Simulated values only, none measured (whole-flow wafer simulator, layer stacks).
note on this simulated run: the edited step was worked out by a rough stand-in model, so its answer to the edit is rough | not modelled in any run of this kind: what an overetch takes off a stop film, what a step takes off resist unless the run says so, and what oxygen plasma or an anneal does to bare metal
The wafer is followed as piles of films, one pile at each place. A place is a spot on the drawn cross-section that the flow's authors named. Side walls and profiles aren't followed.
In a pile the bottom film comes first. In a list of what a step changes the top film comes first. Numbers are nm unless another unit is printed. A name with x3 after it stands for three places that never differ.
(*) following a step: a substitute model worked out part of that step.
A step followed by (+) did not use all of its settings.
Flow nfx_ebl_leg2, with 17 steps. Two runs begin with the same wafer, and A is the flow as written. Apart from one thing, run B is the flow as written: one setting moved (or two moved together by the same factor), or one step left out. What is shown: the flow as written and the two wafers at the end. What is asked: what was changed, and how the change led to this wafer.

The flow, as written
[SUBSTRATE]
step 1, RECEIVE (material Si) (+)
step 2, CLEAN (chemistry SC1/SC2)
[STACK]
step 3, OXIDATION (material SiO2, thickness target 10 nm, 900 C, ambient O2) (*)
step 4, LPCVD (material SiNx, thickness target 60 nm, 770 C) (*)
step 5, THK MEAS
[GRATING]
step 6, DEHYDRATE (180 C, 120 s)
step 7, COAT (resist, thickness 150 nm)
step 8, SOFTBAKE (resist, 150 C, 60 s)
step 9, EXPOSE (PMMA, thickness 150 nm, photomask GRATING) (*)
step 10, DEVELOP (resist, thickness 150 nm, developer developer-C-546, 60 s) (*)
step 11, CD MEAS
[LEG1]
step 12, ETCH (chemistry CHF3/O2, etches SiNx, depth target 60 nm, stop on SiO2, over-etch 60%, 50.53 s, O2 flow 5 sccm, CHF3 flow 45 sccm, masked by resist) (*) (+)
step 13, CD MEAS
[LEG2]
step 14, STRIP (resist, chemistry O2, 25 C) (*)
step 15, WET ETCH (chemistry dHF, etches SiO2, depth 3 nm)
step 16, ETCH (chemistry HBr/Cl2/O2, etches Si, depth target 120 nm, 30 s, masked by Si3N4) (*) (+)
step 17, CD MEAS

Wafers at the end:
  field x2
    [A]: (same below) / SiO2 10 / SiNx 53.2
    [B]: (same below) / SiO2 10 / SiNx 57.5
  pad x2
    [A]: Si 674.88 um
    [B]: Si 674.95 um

Cause: step 16, ETCH: depth target 44.6 nm was run, whereas the flow has depth target 120 nm; step 16, ETCH: 11.16 s was run, where the flow has 30 s.

How this came from the change, step by step:
  step 16, ETCH (chemistry HBr/Cl2/O2, etches Si, depth target 120 nm, 30 s, masked by Si3N4) (*) (+)
      field x2: A -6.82 SiNx | B -2.54 SiNx
      pad x2: A -120 Si | B -44.6 Si
